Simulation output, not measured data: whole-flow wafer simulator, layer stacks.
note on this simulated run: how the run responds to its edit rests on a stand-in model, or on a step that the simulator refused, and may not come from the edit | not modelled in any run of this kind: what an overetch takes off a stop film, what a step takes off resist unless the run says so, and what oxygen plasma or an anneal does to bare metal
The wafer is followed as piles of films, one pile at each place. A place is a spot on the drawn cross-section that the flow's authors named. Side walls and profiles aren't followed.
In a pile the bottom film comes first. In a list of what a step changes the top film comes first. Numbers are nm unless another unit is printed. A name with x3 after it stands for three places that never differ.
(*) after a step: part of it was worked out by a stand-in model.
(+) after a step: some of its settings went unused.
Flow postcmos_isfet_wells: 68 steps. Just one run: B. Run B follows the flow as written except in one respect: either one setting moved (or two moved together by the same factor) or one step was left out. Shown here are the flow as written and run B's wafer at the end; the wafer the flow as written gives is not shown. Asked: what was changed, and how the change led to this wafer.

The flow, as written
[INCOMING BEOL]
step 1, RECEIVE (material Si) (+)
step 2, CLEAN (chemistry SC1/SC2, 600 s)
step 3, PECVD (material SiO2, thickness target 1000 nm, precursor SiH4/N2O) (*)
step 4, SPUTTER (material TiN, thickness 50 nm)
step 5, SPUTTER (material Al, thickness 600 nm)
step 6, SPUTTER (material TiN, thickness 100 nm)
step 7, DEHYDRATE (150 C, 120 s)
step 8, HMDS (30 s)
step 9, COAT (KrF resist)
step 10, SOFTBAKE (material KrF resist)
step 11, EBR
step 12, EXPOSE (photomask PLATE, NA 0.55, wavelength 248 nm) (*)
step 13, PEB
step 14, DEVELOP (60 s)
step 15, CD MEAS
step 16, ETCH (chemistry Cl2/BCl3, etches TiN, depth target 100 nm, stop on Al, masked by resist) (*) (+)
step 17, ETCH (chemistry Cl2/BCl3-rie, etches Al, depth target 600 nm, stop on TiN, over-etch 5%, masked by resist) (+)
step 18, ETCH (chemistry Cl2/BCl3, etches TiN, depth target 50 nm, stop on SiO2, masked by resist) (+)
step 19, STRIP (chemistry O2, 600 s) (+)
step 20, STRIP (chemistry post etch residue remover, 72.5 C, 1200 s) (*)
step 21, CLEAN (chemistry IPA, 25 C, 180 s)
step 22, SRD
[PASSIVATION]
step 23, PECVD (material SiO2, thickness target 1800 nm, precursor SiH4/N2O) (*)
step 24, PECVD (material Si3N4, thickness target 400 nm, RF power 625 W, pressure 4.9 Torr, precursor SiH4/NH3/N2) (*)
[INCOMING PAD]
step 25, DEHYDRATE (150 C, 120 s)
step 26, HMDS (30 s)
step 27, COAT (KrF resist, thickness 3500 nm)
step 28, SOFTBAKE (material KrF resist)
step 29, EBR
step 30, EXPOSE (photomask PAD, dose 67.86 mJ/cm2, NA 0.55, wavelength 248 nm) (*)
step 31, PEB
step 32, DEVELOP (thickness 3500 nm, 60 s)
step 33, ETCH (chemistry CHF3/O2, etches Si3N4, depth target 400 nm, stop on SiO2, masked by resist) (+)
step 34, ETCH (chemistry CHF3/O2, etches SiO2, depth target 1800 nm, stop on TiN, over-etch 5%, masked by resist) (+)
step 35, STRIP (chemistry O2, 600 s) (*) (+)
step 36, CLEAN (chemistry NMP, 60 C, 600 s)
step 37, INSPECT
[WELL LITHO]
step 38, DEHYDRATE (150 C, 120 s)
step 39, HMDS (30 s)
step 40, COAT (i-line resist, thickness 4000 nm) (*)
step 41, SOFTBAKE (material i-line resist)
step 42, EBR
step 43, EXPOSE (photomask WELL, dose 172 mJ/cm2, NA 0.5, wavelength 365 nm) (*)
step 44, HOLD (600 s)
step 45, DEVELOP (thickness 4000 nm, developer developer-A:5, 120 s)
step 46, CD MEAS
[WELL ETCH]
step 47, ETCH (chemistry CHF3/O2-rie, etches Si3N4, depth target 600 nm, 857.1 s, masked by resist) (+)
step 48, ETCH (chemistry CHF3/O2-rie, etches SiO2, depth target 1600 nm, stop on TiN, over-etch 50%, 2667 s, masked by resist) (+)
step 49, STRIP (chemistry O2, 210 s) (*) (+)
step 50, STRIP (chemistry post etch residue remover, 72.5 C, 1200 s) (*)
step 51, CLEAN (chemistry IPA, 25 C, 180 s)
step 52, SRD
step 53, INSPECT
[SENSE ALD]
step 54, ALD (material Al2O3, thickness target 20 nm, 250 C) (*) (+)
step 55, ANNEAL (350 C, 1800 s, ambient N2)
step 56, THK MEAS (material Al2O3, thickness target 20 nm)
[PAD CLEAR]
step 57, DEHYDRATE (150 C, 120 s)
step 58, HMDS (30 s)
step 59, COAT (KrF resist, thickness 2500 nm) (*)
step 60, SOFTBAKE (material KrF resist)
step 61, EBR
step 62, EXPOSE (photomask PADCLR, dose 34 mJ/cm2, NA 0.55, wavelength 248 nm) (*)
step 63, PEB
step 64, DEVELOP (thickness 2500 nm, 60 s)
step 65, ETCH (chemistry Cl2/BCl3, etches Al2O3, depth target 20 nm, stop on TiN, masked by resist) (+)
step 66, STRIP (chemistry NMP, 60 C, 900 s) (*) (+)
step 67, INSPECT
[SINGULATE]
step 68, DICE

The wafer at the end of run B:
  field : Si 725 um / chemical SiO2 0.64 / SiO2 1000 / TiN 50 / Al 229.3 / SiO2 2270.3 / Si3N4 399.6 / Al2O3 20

The reason: step 17, ETCH: depth target 315 nm was run, while the flow as written has depth target 600 nm.

The path from the change to this, step by step:
  step 17, ETCH (chemistry Cl2/BCl3-rie, etches Al, depth target 600 nm, stop on TiN, over-etch 5%, masked by resist) (+)
      field: -315 Al (it would be, as written: -600 Al (all of it))
      margin, well900, well1300 x3, pad_rim, pad_clr, pad_open: -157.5 KrF resist (it would be, as written: -300 KrF resist)
  step 18, ETCH (chemistry Cl2/BCl3, etches TiN, depth target 50 nm, stop on SiO2, masked by resist) (+)
      field: -50 Al (it would be, as written: -50 TiN (all of it))
  step 19, STRIP (chemistry O2, 600 s) (+)
      margin, well900, well1300 x3, pad_rim, pad_clr, pad_open: -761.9 KrF resist (all of it) (it would be, as written: -619.4 KrF resist (all of it))
  step 20, STRIP (chemistry post etch residue remover, 72.5 C, 1200 s) (*)
      field: -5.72 Al (it would be, as written: nothing)
  step 23, PECVD (material SiO2, thickness target 1800 nm, precursor SiH4/N2O) (*)
      field: +2270.3 SiO2 (new film) (it would be, as written: +1800 SiO2 (new film), +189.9 void (new film), +559.7 SiO2)
If metal films that touch count as one body, field has 1 body; the flow as written gives 0 bodies.
